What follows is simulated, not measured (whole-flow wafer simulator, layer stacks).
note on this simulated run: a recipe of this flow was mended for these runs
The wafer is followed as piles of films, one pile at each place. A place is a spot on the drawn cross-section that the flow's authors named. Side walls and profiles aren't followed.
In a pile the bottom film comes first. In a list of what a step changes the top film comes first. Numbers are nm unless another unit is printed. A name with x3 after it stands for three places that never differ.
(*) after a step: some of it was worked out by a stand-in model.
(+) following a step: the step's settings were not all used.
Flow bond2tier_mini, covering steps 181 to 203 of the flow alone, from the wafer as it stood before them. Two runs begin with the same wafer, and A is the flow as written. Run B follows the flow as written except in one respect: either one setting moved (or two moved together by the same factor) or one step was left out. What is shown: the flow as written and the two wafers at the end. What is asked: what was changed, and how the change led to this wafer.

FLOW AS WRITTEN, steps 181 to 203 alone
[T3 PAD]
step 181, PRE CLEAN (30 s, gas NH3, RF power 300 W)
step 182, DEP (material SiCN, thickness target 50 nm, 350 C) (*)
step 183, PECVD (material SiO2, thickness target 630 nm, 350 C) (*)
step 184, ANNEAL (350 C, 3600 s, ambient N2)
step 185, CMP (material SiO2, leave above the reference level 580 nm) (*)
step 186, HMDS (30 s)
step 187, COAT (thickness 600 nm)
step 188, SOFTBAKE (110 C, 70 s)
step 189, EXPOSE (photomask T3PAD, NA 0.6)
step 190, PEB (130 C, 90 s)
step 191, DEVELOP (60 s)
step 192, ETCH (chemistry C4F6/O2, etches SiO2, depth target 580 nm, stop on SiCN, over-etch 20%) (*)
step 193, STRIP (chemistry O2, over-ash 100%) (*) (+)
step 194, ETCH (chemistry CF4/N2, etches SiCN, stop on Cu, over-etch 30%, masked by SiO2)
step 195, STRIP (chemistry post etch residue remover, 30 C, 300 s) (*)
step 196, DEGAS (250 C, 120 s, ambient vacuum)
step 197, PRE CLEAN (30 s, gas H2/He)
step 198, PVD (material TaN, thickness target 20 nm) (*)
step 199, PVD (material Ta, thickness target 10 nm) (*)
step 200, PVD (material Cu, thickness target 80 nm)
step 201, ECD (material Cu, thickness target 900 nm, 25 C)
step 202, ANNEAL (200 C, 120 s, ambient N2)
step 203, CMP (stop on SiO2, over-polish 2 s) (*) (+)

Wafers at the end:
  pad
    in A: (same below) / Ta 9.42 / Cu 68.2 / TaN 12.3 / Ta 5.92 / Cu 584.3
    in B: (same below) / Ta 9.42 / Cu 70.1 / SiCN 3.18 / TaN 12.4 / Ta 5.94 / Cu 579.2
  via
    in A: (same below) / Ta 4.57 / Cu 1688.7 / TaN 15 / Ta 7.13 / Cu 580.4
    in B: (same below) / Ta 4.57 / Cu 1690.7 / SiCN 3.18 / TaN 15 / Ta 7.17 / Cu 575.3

What caused this: step 192, ETCH: over-etch 8% was run, though the flow has over-etch 20%.

The path from the change to this, step by step:
  step 192, ETCH (chemistry C4F6/O2, etches SiO2, depth target 580 nm, stop on SiCN, over-etch 20%) (*)
      pad, via: A -580 SiO2 (all of it), -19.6 SiCN | B -580 SiO2 (all of it), -7.82 SiCN
      field: A -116 thick-KrF-resist | B -104.4 thick-KrF-resist
  step 193, STRIP (chemistry O2, over-ash 100%) (*) (+)
      field: A -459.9 thick-KrF-resist (all of it) | B -471.5 thick-KrF-resist (all of it)
  step 194, ETCH (chemistry CF4/N2, etches SiCN, stop on Cu, over-etch 30%, masked by SiO2)
      pad, via: A -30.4 SiCN (all of it), -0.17 Cu | B -39 SiCN
  step 195, STRIP (chemistry post etch residue remover, 30 C, 300 s) (*)
      pad, via: A -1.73 Cu | B nothing
If metal films that touch count as one body, pad has 4 bodies (between them, from the top down: SiCN 3.18; SiO2 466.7 / Si 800 / chemical SiO2 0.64 / SiO2 300 / SiCN 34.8; SiO2 466.7 / Si 800 / chemical SiO2 0.64 / SiO2 300 / SiCN 34.8); the flow as written gives 3 bodies (between them, from the top down: SiO2 466.7 / Si 800 / chemical SiO2 0.64 / SiO2 300 / SiCN 34.8; SiO2 466.7 / Si 800 / chemical SiO2 0.64 / SiO2 300 / SiCN 34.8).
If metal films that touch count as one body, via has 2 bodies (between them, from the top down: SiCN 3.18); the flow as written gives 1 body.
